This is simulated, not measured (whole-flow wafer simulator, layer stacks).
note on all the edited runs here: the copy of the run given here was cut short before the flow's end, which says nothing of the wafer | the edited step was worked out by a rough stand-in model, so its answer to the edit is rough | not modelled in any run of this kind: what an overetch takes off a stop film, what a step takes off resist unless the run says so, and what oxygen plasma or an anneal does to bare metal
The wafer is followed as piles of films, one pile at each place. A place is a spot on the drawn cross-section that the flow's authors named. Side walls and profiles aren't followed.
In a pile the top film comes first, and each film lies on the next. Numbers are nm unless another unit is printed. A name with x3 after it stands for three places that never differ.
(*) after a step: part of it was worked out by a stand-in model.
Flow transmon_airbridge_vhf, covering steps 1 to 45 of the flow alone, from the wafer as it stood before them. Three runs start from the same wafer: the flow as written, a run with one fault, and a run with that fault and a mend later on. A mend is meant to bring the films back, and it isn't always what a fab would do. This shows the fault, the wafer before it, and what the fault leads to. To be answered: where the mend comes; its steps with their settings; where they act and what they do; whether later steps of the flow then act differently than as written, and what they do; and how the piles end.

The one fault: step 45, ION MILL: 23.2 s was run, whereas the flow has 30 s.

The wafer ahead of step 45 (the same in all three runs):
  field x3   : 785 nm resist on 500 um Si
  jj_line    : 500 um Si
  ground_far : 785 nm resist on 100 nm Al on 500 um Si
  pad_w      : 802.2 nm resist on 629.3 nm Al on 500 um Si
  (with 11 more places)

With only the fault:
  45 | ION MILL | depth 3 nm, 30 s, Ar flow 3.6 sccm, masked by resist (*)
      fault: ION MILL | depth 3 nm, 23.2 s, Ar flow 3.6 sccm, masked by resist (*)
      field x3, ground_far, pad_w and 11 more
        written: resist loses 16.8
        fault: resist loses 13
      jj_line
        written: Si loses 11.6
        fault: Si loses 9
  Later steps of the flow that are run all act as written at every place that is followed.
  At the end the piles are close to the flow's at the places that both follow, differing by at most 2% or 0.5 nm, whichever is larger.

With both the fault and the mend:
  After step 45 comes the mend.
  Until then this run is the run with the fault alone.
  45a | ION MILL | depth 3 nm, 6.8 s, Ar flow 3.6 sccm, masked by resist (*) (a further turn of the flow's step 45, with different settings)
      field x3, ground_far, pad_w and 11 more
        resist loses 3.8
      jj_line
        Si loses 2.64
  Later steps of the flow that are run all act as written at every place that is followed.
  At every place that both follow, the piles at the end match the flow's.
